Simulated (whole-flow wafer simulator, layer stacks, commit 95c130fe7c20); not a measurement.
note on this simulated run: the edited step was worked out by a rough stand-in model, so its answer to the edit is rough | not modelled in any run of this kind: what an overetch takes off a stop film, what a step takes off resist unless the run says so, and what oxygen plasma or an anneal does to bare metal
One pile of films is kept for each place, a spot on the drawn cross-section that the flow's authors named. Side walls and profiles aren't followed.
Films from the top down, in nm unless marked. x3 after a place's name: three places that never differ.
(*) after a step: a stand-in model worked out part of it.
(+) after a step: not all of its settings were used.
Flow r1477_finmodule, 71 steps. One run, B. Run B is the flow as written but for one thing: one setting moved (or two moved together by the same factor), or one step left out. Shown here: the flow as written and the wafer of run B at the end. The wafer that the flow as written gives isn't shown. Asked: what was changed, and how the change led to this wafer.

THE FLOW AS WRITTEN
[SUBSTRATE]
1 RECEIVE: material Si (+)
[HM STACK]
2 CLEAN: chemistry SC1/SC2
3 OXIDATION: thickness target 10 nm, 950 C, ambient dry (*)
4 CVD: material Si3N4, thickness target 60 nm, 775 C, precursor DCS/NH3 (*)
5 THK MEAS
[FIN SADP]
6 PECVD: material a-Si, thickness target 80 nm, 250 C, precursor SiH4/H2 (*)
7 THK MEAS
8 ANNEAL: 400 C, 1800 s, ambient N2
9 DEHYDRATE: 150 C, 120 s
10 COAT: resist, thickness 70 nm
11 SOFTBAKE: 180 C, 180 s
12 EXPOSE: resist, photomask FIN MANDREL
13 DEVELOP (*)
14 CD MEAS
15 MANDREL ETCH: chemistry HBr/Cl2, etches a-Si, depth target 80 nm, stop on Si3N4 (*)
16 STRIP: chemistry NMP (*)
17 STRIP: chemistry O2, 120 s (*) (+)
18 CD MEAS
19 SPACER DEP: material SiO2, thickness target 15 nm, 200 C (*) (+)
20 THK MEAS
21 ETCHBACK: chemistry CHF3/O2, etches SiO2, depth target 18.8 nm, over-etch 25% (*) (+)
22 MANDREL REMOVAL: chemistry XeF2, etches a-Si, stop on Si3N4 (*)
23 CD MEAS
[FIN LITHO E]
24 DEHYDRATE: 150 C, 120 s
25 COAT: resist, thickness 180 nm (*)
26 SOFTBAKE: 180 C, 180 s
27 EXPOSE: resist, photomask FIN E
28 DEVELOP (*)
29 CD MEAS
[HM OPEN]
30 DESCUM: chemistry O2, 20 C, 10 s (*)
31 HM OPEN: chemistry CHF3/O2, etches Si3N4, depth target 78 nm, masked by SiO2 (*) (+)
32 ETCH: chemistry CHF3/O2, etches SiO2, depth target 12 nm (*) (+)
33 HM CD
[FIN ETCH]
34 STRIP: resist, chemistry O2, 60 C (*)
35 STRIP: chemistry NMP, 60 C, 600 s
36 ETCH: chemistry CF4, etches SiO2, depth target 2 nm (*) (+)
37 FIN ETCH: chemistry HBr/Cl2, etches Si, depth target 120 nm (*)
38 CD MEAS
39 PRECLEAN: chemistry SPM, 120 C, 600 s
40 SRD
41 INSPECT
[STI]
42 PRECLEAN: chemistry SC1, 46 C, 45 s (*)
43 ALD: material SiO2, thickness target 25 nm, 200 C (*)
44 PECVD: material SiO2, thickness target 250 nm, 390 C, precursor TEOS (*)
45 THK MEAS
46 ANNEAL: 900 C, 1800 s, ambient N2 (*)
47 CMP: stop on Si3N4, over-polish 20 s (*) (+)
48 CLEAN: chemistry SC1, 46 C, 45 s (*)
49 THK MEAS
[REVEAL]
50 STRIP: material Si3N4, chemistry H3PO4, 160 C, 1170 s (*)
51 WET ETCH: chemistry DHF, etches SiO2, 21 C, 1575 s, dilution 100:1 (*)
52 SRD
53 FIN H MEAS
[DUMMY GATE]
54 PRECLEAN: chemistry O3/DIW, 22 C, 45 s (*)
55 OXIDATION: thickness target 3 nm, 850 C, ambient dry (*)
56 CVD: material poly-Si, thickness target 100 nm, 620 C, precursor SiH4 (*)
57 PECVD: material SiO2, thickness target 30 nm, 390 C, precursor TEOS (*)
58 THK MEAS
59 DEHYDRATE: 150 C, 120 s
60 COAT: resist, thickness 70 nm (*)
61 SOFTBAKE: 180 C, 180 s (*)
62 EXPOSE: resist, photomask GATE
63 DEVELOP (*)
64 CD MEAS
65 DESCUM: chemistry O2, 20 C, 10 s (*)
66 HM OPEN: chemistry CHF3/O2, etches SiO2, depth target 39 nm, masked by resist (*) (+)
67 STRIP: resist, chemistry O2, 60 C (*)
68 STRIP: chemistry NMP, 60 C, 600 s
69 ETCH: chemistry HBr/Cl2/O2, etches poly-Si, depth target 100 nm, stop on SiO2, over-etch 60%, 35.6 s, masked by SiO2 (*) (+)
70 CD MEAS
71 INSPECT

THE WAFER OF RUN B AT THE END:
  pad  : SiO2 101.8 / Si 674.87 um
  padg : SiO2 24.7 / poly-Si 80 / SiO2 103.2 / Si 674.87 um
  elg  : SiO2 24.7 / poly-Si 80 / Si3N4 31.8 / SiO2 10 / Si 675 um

The cause: step 56, CVD: thickness target 80 nm was run, where the flow has thickness target 100 nm.
It can be read off the wafer: padg has poly-Si 80, and step 56 as written asks for 100 nm.

How the change led to this, step by step:
  56 CVD: material poly-Si, thickness target 100 nm, 620 C, precursor SiH4 (*)
      pad, padg, elg and 26 more: poly-Si +80 (new film) (as written it would be: poly-Si +100 (new film))
      s40cg, s40co: poly-Si +93.4 (new film) (as written it would be: poly-Si +113.9 (new film))
      (and at 5 more places)
  67 STRIP: resist, chemistry O2, 60 C (*)
      s45cg: resist -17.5 (all of it) (as written it would be: resist -16.9 (all of it))
      s50cg: resist -18.1 (all of it) (as written it would be: resist -17.4 (all of it))
  69 ETCH: chemistry HBr/Cl2/O2, etches poly-Si, depth target 100 nm, stop on SiO2, over-etch 60%, 35.6 s, masked by SiO2 (*) (+)
      pad, eso, e40so and 8 more: chemical SiO2 -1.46 (all of it), poly-Si -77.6 (all of it), SiO2 -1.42 (as written it would be: chemical SiO2 -1.46 (all of it), poly-Si -97.6 (all of it), SiO2 -0.42)
      elo, e40lo, e100lo, e200lo: chemical SiO2 -1.46 (all of it), poly-Si -77.6 (all of it), Si3N4 -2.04 (as written it would be: chemical SiO2 -1.46 (all of it), poly-Si -97.6 (all of it), Si3N4 -0.22)
      (and at 3 more places)
